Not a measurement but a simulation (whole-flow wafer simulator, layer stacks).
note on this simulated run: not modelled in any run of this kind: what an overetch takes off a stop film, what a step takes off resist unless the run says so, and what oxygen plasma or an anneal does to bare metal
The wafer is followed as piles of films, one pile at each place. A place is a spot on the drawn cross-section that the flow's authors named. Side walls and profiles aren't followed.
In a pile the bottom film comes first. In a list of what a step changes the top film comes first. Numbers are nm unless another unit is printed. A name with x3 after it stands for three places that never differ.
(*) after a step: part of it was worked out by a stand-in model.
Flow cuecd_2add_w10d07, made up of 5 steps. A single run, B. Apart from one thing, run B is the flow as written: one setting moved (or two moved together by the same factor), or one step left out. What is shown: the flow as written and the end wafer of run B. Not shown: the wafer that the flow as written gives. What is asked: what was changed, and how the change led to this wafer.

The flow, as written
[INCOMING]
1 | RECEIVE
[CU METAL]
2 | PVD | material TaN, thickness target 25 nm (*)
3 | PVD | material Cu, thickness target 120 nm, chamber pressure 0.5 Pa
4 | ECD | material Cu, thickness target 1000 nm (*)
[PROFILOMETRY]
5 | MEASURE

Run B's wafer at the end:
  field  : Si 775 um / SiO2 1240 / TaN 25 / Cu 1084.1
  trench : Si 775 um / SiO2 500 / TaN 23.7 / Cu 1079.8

What caused this: step 3, PVD: thickness target 84.1 nm was run, while the flow as written has thickness target 120 nm.

Step by step, how the change led to this:
  3 | PVD | material Cu, thickness target 120 nm, chamber pressure 0.5 Pa
      field: +84.1 Cu (new film) (it would be, as written: +120 Cu (new film))
      trench: +79.8 Cu (new film) (it would be, as written: +114 Cu (new film))
